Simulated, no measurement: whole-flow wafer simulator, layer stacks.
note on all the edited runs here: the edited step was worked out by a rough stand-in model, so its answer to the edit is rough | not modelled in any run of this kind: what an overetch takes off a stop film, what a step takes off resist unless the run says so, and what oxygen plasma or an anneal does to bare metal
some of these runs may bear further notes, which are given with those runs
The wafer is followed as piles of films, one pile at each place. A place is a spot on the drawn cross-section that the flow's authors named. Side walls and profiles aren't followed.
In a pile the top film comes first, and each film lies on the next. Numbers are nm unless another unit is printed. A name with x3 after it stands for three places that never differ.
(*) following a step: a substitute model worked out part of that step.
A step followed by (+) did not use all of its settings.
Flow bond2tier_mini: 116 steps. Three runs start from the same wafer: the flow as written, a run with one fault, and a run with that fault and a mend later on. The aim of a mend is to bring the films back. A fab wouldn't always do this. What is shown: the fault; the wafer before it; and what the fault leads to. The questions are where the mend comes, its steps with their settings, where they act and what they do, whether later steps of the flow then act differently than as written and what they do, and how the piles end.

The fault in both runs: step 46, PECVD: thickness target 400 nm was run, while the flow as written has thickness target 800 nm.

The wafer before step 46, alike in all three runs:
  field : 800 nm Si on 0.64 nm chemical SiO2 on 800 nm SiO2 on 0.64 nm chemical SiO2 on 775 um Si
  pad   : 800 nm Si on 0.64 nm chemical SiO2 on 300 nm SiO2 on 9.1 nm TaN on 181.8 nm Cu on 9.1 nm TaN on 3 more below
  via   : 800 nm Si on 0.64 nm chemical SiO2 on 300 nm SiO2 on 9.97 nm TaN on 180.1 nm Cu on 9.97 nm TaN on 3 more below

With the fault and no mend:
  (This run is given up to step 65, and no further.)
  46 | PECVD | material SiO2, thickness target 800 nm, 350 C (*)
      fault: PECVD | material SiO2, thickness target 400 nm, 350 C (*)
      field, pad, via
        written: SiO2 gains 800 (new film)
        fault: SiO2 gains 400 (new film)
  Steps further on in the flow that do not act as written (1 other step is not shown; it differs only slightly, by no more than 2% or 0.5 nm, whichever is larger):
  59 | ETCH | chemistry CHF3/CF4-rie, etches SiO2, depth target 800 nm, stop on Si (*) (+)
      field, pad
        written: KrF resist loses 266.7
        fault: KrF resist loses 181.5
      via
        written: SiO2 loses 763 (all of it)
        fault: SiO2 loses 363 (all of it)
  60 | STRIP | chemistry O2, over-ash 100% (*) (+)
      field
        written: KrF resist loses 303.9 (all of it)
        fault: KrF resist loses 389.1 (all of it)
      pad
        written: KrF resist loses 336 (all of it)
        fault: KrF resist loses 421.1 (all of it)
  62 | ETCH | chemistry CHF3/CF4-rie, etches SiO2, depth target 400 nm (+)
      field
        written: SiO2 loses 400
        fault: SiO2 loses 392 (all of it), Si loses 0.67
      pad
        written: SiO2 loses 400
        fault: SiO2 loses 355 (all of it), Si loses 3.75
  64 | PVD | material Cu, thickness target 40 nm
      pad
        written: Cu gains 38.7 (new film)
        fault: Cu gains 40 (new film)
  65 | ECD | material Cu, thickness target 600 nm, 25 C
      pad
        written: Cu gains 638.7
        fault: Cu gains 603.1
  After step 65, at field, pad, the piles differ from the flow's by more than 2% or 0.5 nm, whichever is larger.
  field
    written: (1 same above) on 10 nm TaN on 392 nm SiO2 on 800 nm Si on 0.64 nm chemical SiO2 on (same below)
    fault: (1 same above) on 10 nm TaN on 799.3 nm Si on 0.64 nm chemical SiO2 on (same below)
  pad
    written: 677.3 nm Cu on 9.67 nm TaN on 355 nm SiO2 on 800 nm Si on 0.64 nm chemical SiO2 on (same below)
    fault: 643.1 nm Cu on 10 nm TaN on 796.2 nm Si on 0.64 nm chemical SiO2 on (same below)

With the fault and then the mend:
  The mend stands after step 46.
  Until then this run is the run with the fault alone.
  46a | PECVD | material SiO2, thickness target 400 nm, 350 C (*) (the flow's step 46, run once more with other settings)
      field, pad, via
        SiO2 gains 400
  Later steps of the flow that are run all act as written at every place that is followed.
  At every place that both follow, the piles at the end match the flow's.
